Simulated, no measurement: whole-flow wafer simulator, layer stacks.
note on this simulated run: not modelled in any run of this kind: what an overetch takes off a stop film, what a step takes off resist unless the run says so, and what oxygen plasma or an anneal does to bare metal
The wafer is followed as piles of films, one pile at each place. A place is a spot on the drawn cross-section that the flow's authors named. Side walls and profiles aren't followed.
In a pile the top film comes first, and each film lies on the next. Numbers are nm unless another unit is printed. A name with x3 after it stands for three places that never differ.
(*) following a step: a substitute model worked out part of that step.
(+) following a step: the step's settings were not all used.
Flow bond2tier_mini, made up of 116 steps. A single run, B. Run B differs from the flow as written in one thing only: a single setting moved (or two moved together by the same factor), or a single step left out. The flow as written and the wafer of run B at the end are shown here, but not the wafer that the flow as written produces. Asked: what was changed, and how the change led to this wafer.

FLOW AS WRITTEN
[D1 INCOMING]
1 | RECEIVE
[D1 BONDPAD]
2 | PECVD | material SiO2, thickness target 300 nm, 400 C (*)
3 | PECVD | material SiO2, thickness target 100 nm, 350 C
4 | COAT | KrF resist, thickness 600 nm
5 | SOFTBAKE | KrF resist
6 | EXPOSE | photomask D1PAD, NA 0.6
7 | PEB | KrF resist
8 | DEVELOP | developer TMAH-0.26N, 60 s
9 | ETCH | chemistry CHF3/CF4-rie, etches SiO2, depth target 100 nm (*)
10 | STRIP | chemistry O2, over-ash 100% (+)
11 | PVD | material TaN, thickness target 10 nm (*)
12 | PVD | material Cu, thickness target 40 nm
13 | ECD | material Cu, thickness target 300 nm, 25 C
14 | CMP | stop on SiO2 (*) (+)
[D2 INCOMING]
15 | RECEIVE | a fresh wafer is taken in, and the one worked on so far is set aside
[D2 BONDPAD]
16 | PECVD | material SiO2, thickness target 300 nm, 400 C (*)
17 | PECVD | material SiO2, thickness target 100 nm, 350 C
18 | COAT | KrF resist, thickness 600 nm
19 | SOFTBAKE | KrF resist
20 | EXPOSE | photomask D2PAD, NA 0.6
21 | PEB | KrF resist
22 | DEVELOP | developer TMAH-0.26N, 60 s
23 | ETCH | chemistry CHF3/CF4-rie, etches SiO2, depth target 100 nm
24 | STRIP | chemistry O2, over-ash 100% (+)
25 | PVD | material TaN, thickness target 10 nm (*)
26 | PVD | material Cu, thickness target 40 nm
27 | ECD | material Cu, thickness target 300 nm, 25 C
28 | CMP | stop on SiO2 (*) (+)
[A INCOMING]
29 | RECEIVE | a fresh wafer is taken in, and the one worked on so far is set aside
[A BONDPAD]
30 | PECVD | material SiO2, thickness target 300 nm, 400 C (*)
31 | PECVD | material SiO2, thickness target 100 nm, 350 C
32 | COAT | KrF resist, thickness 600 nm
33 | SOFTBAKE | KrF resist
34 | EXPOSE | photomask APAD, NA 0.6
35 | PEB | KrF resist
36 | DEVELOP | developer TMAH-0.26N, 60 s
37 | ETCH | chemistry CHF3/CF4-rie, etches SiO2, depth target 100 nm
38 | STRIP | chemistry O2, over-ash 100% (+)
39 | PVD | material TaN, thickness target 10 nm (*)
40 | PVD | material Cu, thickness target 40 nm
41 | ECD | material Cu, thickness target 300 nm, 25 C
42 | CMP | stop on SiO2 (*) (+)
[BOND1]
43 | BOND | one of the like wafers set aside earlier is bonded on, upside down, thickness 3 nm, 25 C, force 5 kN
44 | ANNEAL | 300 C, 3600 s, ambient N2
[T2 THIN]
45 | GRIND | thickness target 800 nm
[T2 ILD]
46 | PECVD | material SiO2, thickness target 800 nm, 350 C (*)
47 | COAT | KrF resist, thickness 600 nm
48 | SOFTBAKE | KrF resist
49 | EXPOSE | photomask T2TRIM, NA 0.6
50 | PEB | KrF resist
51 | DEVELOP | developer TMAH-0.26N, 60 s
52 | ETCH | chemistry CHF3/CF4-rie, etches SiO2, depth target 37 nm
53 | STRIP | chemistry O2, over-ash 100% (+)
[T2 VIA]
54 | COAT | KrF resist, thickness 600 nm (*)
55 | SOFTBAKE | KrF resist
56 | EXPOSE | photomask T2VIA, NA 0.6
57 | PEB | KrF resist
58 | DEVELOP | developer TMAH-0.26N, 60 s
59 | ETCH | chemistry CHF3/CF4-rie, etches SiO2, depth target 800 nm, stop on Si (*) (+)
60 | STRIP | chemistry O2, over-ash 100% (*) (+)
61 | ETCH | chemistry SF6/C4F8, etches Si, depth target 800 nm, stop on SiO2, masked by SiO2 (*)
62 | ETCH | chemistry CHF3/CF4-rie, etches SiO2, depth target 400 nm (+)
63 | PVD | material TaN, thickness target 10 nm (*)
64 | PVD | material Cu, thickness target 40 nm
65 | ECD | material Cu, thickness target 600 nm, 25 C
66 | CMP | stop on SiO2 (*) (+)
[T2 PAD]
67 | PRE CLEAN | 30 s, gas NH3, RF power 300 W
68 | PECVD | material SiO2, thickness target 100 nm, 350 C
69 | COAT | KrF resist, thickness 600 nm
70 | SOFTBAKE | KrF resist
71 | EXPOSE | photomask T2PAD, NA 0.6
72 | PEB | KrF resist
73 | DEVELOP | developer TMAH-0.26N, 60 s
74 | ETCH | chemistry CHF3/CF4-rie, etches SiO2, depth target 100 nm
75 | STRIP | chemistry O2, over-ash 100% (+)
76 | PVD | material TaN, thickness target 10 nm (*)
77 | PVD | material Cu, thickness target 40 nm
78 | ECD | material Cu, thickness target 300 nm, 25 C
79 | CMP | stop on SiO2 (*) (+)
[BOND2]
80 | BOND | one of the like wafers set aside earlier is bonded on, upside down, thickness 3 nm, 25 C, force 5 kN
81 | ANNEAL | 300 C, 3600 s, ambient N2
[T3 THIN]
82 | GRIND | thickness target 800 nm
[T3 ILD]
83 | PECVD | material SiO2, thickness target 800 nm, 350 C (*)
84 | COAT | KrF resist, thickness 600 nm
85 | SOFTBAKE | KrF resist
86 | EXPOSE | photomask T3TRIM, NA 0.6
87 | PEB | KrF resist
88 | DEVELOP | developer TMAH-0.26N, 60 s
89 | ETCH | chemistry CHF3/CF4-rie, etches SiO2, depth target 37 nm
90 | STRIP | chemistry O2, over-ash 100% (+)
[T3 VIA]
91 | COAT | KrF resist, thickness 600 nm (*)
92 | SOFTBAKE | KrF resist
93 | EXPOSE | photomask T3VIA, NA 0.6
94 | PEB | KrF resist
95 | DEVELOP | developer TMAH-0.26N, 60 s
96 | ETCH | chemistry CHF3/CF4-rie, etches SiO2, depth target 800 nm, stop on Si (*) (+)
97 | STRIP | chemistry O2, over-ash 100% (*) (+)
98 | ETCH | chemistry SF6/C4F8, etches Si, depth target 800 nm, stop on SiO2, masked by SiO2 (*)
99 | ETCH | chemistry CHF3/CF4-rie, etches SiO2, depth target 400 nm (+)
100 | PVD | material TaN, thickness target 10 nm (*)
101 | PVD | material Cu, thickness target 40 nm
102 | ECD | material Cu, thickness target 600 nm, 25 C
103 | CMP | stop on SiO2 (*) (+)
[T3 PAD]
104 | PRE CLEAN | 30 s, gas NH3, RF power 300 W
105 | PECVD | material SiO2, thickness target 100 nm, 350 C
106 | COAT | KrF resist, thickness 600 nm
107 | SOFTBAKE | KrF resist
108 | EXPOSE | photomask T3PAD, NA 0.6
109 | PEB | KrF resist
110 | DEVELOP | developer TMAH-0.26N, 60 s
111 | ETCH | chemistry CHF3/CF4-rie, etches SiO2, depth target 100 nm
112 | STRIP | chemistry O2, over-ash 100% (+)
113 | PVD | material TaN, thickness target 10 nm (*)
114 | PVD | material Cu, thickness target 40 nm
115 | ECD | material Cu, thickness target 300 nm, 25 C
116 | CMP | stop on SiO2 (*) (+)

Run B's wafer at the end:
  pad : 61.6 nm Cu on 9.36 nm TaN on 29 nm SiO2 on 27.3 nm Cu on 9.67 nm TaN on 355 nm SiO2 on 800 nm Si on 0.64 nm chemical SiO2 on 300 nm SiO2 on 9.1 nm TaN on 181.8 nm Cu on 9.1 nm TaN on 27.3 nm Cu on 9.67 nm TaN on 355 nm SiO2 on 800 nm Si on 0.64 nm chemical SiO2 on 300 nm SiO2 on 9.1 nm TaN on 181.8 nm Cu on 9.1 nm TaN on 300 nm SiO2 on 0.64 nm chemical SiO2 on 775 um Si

Cause: step 111, ETCH: depth target 71 nm was run, whereas the flow has depth target 100 nm.

The path from the change to this, step by step:
  111 | ETCH | chemistry CHF3/CF4-rie, etches SiO2, depth target 100 nm
      pad: SiO2 loses 71 (in the flow as written it would be: SiO2 loses 100 (all of it))
      field: KrF resist loses 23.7 (in the flow as written it would be: KrF resist loses 33.3)
  114 | PVD | material Cu, thickness target 40 nm
      pad: Cu gains 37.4 (new film) (in the flow as written it would be: Cu gains 36.4 (new film))
  115 | ECD | material Cu, thickness target 300 nm, 25 C
      pad: Cu gains 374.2 (in the flow as written it would be: Cu gains 404.5)
With metal films that touch counted as one body, pad has 4 bodies (between them, from the top down: SiO2 29; SiO2 355 / Si 800 / chemical SiO2 0.64 / SiO2 300; SiO2 355 / Si 800 / chemical SiO2 0.64 / SiO2 300); the flow as written gives 3 bodies (between them, from the top down: SiO2 355 / Si 800 / chemical SiO2 0.64 / SiO2 300; SiO2 355 / Si 800 / chemical SiO2 0.64 / SiO2 300).
